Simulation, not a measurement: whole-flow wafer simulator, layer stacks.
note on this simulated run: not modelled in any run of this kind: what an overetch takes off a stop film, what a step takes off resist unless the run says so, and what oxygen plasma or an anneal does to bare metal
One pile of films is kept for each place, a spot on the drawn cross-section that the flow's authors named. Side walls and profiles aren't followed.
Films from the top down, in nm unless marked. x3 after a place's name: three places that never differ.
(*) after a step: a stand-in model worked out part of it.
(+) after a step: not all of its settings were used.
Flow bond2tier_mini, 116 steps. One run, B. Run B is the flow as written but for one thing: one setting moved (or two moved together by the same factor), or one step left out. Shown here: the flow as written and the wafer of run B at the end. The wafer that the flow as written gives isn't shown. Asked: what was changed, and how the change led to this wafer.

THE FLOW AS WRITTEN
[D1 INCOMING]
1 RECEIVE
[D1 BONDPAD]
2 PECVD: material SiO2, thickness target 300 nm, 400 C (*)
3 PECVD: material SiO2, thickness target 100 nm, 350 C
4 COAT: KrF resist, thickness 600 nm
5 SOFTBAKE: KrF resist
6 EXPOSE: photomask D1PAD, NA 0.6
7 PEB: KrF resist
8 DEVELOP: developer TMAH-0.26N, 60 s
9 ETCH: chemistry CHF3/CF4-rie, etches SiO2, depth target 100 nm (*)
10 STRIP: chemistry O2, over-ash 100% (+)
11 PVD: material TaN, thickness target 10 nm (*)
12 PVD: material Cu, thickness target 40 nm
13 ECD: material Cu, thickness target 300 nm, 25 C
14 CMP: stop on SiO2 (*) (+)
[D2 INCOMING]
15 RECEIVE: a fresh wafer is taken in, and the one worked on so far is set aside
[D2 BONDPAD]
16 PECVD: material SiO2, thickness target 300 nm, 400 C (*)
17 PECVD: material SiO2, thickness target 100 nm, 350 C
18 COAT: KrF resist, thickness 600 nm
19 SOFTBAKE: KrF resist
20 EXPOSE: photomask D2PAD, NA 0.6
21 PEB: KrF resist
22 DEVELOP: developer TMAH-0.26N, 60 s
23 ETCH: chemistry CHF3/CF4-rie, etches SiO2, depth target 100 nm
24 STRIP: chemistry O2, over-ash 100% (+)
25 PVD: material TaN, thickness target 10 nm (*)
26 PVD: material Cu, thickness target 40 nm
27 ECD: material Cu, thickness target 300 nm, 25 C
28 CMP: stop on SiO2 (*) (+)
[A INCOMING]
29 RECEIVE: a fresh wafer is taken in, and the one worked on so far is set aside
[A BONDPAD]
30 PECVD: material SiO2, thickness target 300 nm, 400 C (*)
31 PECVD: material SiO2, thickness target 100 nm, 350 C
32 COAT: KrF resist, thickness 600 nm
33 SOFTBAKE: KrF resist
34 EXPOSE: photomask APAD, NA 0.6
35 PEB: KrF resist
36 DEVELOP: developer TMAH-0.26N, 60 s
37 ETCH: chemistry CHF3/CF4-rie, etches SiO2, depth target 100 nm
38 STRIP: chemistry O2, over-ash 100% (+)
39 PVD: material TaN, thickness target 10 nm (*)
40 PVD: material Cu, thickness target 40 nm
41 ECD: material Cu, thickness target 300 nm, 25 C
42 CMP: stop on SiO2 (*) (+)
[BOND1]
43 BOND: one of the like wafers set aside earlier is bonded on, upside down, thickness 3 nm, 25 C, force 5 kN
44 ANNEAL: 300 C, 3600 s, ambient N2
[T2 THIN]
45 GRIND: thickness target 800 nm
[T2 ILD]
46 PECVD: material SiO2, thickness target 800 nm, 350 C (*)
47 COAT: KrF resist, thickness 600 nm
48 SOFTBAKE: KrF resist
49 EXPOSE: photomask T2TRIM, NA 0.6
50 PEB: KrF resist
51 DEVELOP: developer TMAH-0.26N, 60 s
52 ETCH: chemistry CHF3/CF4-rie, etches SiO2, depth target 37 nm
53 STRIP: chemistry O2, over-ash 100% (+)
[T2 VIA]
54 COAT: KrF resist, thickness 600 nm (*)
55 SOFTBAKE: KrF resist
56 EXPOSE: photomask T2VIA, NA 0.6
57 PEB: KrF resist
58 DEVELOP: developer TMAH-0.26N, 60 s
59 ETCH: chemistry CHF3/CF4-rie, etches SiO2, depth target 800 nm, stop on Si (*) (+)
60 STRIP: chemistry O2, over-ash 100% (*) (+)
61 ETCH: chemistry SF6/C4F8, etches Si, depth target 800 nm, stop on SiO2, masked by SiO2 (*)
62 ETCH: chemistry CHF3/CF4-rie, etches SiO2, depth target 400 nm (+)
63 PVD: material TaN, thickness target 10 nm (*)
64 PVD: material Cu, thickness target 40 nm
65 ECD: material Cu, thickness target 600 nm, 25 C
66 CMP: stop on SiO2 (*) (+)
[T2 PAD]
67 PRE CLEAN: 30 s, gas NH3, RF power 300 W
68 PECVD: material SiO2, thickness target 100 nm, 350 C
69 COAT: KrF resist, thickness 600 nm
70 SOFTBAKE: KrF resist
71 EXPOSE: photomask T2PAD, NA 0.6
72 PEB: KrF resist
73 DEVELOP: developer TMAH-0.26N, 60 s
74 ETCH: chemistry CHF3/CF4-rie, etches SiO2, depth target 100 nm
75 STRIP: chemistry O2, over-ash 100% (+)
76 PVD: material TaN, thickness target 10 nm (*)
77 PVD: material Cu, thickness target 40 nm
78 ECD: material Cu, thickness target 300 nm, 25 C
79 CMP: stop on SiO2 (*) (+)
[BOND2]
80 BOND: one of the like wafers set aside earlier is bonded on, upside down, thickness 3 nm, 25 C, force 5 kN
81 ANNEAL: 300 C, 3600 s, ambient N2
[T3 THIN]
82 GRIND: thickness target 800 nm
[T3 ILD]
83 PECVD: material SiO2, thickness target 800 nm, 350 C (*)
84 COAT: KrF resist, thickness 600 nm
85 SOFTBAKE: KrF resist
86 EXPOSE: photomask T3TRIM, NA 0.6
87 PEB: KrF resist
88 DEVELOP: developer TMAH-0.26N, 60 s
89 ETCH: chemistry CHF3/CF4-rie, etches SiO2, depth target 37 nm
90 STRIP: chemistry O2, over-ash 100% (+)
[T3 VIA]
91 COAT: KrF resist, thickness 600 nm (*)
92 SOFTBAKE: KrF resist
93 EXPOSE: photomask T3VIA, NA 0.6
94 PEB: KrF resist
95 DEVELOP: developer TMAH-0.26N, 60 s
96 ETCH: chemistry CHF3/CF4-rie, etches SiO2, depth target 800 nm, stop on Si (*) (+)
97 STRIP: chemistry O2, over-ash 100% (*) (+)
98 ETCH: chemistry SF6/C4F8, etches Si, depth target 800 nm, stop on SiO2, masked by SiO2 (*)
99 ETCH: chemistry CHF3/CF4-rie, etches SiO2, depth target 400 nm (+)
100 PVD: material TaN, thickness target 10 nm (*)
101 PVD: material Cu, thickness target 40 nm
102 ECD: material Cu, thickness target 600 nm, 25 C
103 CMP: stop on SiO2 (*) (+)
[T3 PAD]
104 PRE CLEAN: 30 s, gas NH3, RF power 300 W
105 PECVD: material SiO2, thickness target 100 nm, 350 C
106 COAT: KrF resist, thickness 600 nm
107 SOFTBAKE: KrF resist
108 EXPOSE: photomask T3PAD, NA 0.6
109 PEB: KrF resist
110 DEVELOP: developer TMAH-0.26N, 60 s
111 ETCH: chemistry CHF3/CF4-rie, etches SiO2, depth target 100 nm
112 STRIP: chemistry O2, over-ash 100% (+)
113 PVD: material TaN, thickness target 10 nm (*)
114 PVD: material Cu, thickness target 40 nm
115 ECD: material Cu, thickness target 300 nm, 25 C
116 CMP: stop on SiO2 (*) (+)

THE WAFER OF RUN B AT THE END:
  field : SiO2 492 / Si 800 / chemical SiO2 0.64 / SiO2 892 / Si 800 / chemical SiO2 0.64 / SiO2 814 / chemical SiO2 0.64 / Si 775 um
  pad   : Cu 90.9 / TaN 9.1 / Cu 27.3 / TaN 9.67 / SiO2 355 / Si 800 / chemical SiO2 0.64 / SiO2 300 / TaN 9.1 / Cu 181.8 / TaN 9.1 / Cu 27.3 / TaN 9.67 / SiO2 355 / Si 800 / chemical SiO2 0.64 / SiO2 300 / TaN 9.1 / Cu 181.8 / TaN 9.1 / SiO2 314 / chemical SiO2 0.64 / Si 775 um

The cause: step 31, PECVD: thickness target 114 nm was run, where the flow has thickness target 100 nm.

How the change led to this, step by step:
  31 PECVD: material SiO2, thickness target 100 nm, 350 C
      field, pad, via: SiO2 +114 (as written it would be: SiO2 +100)
